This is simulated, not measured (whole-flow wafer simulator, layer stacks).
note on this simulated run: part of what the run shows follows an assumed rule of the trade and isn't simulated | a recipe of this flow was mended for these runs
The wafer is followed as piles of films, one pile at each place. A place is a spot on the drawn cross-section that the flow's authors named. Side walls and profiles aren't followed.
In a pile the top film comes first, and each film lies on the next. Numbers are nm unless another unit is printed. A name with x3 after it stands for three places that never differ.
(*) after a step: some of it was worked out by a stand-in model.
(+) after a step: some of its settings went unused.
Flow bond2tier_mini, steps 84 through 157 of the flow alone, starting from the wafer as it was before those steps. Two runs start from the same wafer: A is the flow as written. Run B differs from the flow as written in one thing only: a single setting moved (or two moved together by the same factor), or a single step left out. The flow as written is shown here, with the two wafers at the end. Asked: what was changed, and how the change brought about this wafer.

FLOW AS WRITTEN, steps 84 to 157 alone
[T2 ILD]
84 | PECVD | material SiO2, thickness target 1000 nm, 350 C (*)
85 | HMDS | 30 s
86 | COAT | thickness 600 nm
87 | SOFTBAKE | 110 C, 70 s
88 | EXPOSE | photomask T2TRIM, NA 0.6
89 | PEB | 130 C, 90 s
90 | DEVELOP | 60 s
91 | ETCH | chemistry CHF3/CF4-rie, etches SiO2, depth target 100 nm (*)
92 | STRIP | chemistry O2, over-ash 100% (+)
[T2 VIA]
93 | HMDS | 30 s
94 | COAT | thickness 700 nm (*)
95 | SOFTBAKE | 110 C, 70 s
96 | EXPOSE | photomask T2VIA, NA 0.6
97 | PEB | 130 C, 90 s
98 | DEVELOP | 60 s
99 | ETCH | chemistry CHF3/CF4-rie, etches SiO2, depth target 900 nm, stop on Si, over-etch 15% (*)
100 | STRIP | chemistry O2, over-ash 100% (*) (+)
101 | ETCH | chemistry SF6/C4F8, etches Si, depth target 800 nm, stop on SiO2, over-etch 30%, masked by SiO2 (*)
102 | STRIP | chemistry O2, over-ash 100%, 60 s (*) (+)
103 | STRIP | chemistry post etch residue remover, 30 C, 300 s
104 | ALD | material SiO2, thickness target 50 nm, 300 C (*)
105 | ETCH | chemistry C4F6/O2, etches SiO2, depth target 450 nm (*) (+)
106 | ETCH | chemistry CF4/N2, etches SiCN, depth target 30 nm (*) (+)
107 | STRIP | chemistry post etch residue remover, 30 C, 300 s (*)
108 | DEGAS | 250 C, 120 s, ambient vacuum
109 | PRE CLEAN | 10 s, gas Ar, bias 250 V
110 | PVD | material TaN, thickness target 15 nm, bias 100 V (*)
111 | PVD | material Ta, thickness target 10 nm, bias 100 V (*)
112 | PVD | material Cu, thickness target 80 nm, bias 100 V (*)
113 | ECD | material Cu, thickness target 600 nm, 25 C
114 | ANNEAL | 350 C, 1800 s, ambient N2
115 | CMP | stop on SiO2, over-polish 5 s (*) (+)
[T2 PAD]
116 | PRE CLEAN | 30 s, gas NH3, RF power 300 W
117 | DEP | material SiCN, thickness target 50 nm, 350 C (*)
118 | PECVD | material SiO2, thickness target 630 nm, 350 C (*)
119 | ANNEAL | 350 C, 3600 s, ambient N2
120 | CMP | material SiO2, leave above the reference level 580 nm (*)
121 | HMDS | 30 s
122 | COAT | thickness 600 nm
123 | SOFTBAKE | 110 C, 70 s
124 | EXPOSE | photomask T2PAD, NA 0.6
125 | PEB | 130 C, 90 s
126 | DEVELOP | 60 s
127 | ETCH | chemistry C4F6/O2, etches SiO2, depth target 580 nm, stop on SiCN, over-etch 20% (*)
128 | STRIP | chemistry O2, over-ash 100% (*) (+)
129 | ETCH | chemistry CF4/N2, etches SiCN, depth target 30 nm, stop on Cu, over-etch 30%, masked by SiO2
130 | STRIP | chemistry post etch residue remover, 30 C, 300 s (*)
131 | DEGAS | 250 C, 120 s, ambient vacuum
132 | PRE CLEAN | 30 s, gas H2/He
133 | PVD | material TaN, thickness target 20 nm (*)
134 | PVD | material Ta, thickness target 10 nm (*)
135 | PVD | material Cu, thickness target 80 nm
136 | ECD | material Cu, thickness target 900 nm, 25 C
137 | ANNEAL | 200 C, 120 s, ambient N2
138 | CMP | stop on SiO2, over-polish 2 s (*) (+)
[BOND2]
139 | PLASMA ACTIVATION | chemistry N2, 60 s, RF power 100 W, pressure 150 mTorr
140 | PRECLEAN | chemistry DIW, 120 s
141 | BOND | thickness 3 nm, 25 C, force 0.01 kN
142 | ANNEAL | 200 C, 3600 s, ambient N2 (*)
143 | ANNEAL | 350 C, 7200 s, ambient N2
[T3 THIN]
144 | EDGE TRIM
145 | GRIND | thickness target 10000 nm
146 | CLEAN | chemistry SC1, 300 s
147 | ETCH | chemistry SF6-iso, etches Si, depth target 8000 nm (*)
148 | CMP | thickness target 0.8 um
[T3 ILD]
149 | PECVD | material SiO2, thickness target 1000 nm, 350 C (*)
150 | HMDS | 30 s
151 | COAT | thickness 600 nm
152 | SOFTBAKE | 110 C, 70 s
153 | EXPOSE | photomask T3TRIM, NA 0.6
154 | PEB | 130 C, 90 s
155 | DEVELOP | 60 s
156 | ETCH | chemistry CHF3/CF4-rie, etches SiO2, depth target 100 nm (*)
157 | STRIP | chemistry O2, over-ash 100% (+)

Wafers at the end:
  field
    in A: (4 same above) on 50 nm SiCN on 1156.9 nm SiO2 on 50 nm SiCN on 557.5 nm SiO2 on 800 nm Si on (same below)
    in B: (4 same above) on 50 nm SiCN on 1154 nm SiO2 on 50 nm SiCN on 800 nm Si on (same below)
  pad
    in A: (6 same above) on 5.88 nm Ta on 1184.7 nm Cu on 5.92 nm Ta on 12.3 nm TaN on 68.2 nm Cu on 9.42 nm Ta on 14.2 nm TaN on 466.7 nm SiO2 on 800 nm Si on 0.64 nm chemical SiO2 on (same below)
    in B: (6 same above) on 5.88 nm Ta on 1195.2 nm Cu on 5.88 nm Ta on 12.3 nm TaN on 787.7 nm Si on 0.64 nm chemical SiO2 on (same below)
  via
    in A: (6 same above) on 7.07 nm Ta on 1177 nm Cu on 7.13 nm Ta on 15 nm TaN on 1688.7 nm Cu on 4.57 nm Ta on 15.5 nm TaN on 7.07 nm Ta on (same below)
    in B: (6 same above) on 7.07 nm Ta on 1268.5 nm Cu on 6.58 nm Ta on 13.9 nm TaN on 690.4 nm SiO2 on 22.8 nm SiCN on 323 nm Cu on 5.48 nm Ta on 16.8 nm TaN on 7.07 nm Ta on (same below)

The reason: step 84, PECVD: thickness target 418.8 nm was run, whereas the flow has thickness target 1000 nm.

How this came from the change, step by step:
  84 | PECVD | material SiO2, thickness target 1000 nm, 350 C (*)
      field, pad, via: A SiO2 gains 1000 (new film) | B SiO2 gains 418.8 (new film)
  99 | ETCH | chemistry CHF3/CF4-rie, etches SiO2, depth target 900 nm, stop on Si, over-etch 15% (*)
      field, pad: A thick-KrF-resist loses 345 | B thick-KrF-resist loses 122.2
      via: A SiO2 loses 900 (all of it), Si loses 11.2 | B SiO2 loses 318.8 (all of it), Si loses 59.7
  100 | STRIP | chemistry O2, over-ash 100% (*) (+)
      field: A thick-KrF-resist loses 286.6 (all of it) | B thick-KrF-resist loses 509.4 (all of it)
      pad: A thick-KrF-resist loses 372.9 (all of it) | B thick-KrF-resist loses 595.7 (all of it)
  101 | ETCH | chemistry SF6/C4F8, etches Si, depth target 800 nm, stop on SiO2, over-etch 30%, masked by SiO2 (*)
      field, pad: A SiO2 loses 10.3 | B SiO2 loses 9.62
      via: A Si loses 788.8 (all of it), chemical SiO2 loses 0.64 (all of it), SiO2 loses 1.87 | B Si loses 740.3 (all of it), chemical SiO2 loses 0.64 (all of it), SiO2 loses 2.35
  105 | ETCH | chemistry C4F6/O2, etches SiO2, depth target 450 nm (*) (+)
      pad: A SiO2 loses 450 | B SiO2 loses 359.2 (all of it), Si loses 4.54
  106 | ETCH | chemistry CF4/N2, etches SiCN, depth target 30 nm (*) (+)
      field: A SiO2 loses 20 | B SiO2 loses 9.18 (all of it)
      pad: A SiO2 loses 20 | B nothing
  109 | PRE CLEAN | 10 s, gas Ar, bias 250 V
      field, pad: A SiO2 loses 3 | B nothing
  110 | PVD | material TaN, thickness target 15 nm, bias 100 V (*)
      pad: A TaN gains 14.2 (new film) | B TaN gains 15 (new film)
      via: A TaN gains 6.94 | B TaN gains 8.27
  111 | PVD | material Ta, thickness target 10 nm, bias 100 V (*)
      pad: A Ta gains 9.42 (new film) | B Ta gains 10 (new film)
      via: A Ta gains 4.57 (new film) | B Ta gains 5.48 (new film)
  112 | PVD | material Cu, thickness target 80 nm, bias 100 V (*)
      pad: A Cu gains 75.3 (new film) | B Cu gains 80 (new film)
      via: A Cu gains 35 (new film) | B Cu gains 42.6 (new film)
  113 | ECD | material Cu, thickness target 600 nm, 25 C
      pad: A Cu gains 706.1 | B Cu gains 604.5
      via: A Cu gains 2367 | B Cu gains 1790.5
  115 | CMP | stop on SiO2, over-polish 5 s (*) (+)
      field: A Cu loses 680 (all of it), Ta loses 10 (all of it), TaN loses 15 (all of it), SiO2 loses 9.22 | B Cu loses 680 (all of it), Ta loses 10 (all of it), TaN loses 15 (all of it)
      pad: A Cu loses 711.3 | B Cu loses 684.5 (all of it), Ta loses 10 (all of it), TaN loses 15 (all of it)
      (also at 1 further place)
  117 | DEP | material SiCN, thickness target 50 nm, 350 C (*)
      via: A SiCN gains 50 (new film) | B SiCN gains 22.8 (new film)
  118 | PECVD | material SiO2, thickness target 630 nm, 350 C (*)
      via: A SiO2 gains 630 (new film) | B SiO2 gains 1457.6 (new film)
  120 | CMP | material SiO2, leave above the reference level 580 nm (*)
      pad, via: A SiO2 loses 50 | B SiO2 loses 45.5
      field: A SiO2 loses 47.1 | B SiO2 loses 50
  127 | ETCH | chemistry C4F6/O2, etches SiO2, depth target 580 nm, stop on SiCN, over-etch 20% (*)
      via: A SiO2 loses 580 (all of it), SiCN loses 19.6 | B SiO2 loses 696
      pad: A SiO2 loses 580 (all of it), SiCN loses 19.6 | B SiO2 loses 584.5 (all of it), SiCN loses 18.8
  ... 5 other steps ...
  136 | ECD | material Cu, thickness target 900 nm, 25 C
      via: A Cu gains 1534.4 | B Cu gains 1630.1
If metal films that touch count as one body, via has 2 bodies (between them, from the top down: SiO2 690.4 / SiCN 22.8); the flow as written gives 1 body.
